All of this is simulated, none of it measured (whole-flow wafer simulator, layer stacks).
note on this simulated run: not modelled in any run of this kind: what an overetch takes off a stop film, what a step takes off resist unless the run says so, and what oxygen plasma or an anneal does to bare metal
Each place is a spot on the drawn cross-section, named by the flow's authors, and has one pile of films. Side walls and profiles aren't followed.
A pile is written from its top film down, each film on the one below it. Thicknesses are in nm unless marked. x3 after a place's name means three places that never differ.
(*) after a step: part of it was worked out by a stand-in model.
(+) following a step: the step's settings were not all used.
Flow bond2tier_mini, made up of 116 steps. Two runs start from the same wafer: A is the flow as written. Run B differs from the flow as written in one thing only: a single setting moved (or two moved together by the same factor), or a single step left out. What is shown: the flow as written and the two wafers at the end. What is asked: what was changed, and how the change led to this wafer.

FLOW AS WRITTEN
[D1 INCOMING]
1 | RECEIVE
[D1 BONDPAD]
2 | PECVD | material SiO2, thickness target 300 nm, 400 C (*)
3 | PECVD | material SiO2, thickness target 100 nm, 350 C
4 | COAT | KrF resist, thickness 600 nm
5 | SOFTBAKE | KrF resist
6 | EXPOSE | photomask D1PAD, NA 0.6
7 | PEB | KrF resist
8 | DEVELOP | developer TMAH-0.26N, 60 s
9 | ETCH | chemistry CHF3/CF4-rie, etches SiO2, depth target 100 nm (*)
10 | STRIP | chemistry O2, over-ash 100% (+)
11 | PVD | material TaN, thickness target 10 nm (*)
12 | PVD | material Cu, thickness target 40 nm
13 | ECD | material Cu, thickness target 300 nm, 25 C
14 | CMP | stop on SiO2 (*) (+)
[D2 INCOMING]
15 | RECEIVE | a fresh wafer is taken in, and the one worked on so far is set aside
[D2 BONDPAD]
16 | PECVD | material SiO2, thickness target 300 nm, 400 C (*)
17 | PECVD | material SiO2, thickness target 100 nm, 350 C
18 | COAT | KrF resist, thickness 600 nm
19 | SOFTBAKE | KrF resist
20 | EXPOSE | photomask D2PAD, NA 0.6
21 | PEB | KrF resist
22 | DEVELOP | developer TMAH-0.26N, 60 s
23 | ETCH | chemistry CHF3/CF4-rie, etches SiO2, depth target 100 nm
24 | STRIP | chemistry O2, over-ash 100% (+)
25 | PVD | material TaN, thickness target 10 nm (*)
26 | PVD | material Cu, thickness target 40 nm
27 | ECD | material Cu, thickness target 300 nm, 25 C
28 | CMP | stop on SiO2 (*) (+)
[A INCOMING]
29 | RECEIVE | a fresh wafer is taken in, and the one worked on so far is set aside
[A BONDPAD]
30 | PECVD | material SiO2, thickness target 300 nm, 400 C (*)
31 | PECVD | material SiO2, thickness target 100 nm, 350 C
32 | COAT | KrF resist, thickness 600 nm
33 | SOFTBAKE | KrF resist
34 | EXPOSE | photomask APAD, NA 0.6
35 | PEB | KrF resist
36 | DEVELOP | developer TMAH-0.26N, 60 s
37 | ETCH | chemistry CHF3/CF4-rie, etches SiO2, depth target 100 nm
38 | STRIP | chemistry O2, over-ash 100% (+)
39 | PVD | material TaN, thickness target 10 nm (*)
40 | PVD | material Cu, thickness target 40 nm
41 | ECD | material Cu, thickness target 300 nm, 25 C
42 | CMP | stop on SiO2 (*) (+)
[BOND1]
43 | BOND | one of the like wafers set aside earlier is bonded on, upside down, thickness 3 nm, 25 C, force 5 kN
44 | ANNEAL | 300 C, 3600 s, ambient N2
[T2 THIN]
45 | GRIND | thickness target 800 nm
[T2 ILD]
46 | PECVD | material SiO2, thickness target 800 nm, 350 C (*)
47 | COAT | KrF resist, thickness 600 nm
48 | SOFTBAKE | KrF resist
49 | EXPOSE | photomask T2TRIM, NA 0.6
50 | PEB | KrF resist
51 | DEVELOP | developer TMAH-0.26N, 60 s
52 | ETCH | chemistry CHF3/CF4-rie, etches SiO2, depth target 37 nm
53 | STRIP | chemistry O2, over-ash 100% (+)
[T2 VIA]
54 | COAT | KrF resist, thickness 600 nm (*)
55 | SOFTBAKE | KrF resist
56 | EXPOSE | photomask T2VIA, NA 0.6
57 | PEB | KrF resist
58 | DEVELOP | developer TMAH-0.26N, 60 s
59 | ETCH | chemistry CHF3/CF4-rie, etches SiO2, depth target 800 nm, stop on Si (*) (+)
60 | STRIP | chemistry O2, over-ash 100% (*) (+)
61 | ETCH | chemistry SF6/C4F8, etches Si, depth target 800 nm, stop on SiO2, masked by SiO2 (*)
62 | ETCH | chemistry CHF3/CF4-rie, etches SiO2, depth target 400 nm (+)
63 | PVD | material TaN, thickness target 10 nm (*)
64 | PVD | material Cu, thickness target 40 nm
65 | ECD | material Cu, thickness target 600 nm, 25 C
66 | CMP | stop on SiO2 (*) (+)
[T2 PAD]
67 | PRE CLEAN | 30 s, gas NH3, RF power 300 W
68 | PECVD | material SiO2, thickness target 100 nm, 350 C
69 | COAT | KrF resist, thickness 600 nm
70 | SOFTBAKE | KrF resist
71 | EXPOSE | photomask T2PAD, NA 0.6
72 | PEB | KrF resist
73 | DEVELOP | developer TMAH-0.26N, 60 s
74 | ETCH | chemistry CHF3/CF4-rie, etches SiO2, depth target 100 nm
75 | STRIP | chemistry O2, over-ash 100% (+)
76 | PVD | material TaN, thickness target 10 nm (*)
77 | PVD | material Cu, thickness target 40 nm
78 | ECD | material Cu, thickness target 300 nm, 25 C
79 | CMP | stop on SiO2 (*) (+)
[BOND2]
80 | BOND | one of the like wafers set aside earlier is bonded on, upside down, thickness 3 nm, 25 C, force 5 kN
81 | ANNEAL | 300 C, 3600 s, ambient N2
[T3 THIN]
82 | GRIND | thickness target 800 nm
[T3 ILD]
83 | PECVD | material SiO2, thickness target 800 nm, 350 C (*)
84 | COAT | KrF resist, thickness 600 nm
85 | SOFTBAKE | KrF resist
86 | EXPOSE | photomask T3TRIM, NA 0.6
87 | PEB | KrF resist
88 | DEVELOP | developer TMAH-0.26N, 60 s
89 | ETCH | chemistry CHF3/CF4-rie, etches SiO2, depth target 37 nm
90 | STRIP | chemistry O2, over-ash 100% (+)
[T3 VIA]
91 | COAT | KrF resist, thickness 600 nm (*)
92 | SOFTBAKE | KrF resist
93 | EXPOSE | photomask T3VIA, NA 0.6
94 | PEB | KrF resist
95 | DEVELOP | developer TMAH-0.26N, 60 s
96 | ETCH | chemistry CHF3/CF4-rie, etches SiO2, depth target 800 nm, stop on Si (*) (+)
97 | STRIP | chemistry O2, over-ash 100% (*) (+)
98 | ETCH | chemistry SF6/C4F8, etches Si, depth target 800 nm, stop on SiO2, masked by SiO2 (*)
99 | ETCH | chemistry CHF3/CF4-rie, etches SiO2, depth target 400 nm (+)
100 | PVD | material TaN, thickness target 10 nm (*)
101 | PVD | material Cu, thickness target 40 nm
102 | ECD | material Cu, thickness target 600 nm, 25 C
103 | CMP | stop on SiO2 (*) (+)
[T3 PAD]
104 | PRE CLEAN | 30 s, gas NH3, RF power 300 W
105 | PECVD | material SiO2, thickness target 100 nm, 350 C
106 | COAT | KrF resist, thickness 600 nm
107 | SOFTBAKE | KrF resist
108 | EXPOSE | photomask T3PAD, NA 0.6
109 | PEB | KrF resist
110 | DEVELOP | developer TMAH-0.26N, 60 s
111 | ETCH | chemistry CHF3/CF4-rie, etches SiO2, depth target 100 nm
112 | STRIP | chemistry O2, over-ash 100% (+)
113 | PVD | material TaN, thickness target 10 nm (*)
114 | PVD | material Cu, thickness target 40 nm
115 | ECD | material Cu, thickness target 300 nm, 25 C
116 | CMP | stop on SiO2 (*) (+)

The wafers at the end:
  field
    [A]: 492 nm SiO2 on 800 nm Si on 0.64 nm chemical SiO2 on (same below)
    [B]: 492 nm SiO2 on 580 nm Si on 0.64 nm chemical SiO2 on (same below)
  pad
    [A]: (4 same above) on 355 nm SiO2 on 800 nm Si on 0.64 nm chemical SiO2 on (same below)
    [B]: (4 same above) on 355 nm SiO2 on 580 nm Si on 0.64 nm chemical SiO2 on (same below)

What caused this: step 82, GRIND: thickness target 580 nm was run, though the flow has thickness target 800 nm.
One can read it off the wafer: field has Si 580, and step 82 as written asks for 800 nm.

The path from the change to this, step by step:
  82 | GRIND | thickness target 800 nm
      field, pad: A -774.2 um Si | B -774.42 um Si
